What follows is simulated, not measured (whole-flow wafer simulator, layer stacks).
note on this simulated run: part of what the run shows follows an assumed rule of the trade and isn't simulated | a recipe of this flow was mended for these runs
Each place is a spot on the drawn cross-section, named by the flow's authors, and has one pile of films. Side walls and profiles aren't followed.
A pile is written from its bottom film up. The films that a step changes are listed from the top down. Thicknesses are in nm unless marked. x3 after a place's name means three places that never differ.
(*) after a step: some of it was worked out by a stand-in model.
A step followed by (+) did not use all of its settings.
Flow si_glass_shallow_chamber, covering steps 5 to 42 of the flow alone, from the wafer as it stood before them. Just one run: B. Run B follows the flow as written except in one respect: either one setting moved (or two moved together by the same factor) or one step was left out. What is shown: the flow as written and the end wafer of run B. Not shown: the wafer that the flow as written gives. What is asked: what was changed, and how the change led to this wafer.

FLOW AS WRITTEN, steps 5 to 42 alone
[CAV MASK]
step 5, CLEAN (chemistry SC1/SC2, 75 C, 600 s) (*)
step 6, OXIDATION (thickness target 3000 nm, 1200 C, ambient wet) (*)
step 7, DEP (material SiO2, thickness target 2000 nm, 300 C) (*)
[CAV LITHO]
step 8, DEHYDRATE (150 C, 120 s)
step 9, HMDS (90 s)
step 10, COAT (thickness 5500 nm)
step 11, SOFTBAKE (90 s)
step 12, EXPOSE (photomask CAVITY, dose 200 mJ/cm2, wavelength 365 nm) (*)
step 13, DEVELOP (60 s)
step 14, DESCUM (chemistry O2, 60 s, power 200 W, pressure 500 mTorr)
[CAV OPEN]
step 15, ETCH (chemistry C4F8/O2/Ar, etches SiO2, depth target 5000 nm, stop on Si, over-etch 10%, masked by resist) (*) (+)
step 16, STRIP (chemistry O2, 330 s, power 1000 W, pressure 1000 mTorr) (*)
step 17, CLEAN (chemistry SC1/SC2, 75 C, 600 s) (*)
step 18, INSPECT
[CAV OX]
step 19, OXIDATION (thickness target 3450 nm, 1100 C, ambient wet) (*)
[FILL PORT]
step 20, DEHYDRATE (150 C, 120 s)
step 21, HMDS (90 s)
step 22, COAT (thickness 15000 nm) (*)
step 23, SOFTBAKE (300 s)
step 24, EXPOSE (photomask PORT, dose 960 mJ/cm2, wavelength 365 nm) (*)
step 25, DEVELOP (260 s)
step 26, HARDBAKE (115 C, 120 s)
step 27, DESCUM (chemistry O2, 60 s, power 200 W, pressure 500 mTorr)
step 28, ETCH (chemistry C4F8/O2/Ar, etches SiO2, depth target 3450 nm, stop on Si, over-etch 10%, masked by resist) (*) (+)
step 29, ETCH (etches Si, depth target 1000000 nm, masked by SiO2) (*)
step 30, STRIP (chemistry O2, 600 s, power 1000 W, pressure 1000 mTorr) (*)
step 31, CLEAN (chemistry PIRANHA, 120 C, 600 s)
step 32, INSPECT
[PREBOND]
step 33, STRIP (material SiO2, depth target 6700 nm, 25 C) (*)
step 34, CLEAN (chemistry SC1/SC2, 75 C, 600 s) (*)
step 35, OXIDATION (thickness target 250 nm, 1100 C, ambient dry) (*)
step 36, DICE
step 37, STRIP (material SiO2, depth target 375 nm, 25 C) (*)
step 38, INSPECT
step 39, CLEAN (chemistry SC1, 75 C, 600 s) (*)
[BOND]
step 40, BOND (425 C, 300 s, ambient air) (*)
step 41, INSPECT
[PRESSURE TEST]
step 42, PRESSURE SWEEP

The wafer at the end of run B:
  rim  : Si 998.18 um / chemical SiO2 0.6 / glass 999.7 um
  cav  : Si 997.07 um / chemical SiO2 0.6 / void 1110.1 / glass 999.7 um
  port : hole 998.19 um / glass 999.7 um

Cause: step 6, OXIDATION: thickness target 2662 nm was run, whereas the flow has thickness target 3000 nm.

How this came from the change, step by step:
  step 6, OXIDATION (thickness target 3000 nm, 1200 C, ambient wet) (*)
      rim, ramp, cav, port, septum, ring: SiO2 gains 2662 (new film), chemical SiO2 loses 0.6 (all of it), Si loses 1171 (it would be, as written: SiO2 gains 3000 (new film), chemical SiO2 loses 0.6 (all of it), Si loses 1319.7)
  step 15, ETCH (chemistry C4F8/O2/Ar, etches SiO2, depth target 5000 nm, stop on Si, over-etch 10%, masked by resist) (*) (+)
      rim, ramp, septum, ring: thick-i-line-resist loses 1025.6 (it would be, as written: thick-i-line-resist loses 1100)
      cav, port: SiO2 loses 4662 (all of it), Si loses 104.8 (it would be, as written: SiO2 loses 5000 (all of it), Si loses 62.5)
  step 19, OXIDATION (thickness target 3450 nm, 1100 C, ambient wet) (*)
      rim, ramp, septum, ring: SiO2 gains 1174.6, Si loses 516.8 (it would be, as written: SiO2 gains 1110.9, Si loses 488.8)
  step 22, COAT (thickness 15000 nm) (*)
      rim: thick-i-line-resist gains 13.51 um (new film) (it would be, as written: thick-i-line-resist gains 13.4 um (new film))
      ramp: thick-i-line-resist gains 13.03 um (new film) (it would be, as written: thick-i-line-resist gains 12.89 um (new film))
      (as well as at 4 more places)
  step 23, SOFTBAKE (300 s)
      rim: thick-i-line-resist loses 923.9 (it would be, as written: thick-i-line-resist loses 997)
      ramp: thick-i-line-resist loses 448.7 (it would be, as written: thick-i-line-resist loses 487.1)
      (as well as at 4 more places)
  step 25, DEVELOP (260 s)
      port: thick-i-line-resist loses 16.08 um (all of it) (it would be, as written: thick-i-line-resist loses 16.16 um (all of it))
  step 26, HARDBAKE (115 C, 120 s)
      rim, ramp: thick-i-line-resist loses 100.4 (it would be, as written: thick-i-line-resist loses 98.2)
  step 29, ETCH (etches Si, depth target 1000000 nm, masked by SiO2) (*)
      rim, ramp: thick-i-line-resist loses 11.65 um (all of it), SiO2 loses 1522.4 (it would be, as written: thick-i-line-resist loses 11.47 um (all of it), SiO2 loses 1617.3)
      port: hole gains 997.15 um (new film), Si loses 997.15 um (all of it) (it would be, as written: hole gains 997.05 um (new film), Si loses 997.05 um (all of it))
      (as well as at 2 more places)
  step 30, STRIP (chemistry O2, 600 s, power 1000 W, pressure 1000 mTorr) (*)
      cav: thick-i-line-resist loses 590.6 (all of it) (it would be, as written: thick-i-line-resist loses 669.6 (all of it))
  step 33, STRIP (material SiO2, depth target 6700 nm, 25 C) (*)
      rim, ramp: SiO2 loses 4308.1 (all of it) (it would be, as written: SiO2 loses 4487.5 (all of it))
      septum: SiO2 loses 5466.1 (all of it) (it would be, as written: SiO2 loses 5732.1 (all of it))
      (as well as at 1 more place)
